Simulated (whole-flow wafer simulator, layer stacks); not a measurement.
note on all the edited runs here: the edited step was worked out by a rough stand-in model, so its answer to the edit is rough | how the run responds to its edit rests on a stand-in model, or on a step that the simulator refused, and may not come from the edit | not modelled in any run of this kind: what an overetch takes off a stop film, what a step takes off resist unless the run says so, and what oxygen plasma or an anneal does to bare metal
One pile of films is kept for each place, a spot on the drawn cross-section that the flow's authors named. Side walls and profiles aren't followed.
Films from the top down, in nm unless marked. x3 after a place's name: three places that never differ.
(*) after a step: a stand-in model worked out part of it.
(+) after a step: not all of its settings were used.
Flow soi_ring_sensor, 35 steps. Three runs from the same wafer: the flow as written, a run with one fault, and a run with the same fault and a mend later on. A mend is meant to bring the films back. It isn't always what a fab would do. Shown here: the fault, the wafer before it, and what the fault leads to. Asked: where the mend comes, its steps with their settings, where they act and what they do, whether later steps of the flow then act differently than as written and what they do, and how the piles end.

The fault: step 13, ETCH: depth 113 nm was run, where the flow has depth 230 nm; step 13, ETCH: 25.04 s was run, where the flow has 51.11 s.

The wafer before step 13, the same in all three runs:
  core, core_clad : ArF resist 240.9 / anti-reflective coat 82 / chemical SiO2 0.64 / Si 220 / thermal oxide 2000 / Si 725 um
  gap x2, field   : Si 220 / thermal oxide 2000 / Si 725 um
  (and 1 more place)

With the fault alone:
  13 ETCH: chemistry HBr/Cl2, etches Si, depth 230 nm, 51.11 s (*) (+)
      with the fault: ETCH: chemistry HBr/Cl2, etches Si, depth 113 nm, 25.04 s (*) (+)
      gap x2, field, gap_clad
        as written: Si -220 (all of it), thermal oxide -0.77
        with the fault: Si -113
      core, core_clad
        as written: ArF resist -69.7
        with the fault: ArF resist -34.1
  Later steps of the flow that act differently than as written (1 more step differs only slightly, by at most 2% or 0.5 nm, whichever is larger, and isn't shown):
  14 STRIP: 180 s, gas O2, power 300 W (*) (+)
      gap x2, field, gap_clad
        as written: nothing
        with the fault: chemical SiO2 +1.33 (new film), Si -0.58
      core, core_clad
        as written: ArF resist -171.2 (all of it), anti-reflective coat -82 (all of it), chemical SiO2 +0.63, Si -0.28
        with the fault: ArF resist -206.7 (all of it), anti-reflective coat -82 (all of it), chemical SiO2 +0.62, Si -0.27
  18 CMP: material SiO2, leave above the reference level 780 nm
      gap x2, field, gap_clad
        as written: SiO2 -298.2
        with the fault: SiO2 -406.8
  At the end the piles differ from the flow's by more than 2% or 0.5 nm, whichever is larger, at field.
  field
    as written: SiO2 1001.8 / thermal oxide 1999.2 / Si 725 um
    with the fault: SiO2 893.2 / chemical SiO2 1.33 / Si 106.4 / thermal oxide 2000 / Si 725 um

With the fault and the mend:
  The mend comes after step 13.
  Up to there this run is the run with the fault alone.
  13a ETCH: chemistry HBr/Cl2, etches Si, depth 117 nm, 26 s (*) (+) (the flow's step 13 once more, with other settings)
      gap x2, field, gap_clad
        Si -107 (all of it), thermal oxide -0.77
      core, core_clad
        ArF resist -35.5
  No later step of the flow acts differently than as written, at any place that is followed, by more than 2% or 0.5 nm, whichever is larger.
  At the end the piles are the same as the flow's at every place that both follow.
